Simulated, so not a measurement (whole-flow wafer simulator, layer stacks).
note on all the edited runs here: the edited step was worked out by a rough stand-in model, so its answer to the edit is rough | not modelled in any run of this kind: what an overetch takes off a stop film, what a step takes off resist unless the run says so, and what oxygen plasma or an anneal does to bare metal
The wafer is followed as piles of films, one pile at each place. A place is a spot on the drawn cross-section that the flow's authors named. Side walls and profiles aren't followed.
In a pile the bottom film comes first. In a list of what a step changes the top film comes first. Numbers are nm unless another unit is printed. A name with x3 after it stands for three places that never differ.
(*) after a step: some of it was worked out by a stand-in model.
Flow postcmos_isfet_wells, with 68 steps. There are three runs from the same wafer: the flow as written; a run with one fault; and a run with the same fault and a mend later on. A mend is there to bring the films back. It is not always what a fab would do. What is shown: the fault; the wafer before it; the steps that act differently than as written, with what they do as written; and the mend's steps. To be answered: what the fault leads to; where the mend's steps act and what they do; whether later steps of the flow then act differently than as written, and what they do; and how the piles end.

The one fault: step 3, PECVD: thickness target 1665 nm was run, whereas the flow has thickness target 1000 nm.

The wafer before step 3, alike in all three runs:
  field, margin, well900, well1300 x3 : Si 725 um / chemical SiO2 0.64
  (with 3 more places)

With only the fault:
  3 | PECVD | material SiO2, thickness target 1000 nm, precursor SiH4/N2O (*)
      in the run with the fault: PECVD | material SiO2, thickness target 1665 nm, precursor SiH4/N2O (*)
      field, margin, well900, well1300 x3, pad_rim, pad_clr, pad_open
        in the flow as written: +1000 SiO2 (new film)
        in the run with the fault: +1665 SiO2 (new film)
  None of the later steps of the flow acts differently than as written at any place that is followed.
  The piles end different from the flow's at field, margin, well900, well1300 x3, pad_rim, pad_clr, pad_open by more than 2% or 0.5 nm, whichever is larger.
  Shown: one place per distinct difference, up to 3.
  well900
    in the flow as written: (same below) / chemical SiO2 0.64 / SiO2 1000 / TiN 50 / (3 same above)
    in the run with the fault: (same below) / chemical SiO2 0.64 / SiO2 1665 / TiN 50 / (3 same above)
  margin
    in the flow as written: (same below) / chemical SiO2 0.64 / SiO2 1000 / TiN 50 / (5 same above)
    in the run with the fault: (same below) / chemical SiO2 0.64 / SiO2 1665 / TiN 50 / (5 same above)
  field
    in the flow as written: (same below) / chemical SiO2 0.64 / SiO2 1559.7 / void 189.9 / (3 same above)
    in the run with the fault: (same below) / chemical SiO2 0.64 / SiO2 2224.7 / void 189.9 / (3 same above)

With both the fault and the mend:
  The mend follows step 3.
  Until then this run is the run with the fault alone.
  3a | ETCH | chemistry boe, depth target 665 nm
      field, margin, well900, well1300 x3, pad_rim, pad_clr, pad_open
        -665 SiO2
  None of the later steps of the flow acts differently than as written at any place that is followed.
  By the end, the piles equal the flow's at every place that both follow.
